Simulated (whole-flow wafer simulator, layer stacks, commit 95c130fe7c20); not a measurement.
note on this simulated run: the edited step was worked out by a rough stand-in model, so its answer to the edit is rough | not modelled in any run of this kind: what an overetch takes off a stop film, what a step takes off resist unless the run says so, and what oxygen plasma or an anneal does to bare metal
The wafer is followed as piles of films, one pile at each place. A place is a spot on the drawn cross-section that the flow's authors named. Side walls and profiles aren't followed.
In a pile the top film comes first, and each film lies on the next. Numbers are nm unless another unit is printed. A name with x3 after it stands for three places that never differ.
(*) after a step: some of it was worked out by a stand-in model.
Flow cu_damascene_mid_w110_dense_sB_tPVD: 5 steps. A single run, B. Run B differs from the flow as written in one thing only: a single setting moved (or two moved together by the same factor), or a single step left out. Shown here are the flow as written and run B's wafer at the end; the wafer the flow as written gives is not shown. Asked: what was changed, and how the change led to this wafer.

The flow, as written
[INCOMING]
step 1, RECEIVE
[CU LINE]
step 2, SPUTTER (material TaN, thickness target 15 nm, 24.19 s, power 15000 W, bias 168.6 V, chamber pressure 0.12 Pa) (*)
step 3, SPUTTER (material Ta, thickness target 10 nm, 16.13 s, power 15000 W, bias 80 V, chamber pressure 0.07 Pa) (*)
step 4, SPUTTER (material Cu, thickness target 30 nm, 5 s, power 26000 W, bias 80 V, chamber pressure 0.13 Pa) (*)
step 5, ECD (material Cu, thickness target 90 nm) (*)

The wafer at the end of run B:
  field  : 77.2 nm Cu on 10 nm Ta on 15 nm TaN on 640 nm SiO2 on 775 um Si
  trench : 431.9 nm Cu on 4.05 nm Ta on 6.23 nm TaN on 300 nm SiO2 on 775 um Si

The reason: step 5, ECD: thickness target 47.2 nm was run, whereas the flow has thickness target 90 nm.

Step by step, how the change led to this:
  step 5, ECD (material Cu, thickness target 90 nm) (*)
      field: Cu gains 47.2 (as written it would have been: Cu gains 90)
      trench: Cu gains 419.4 (as written it would have been: Cu gains 462.2)
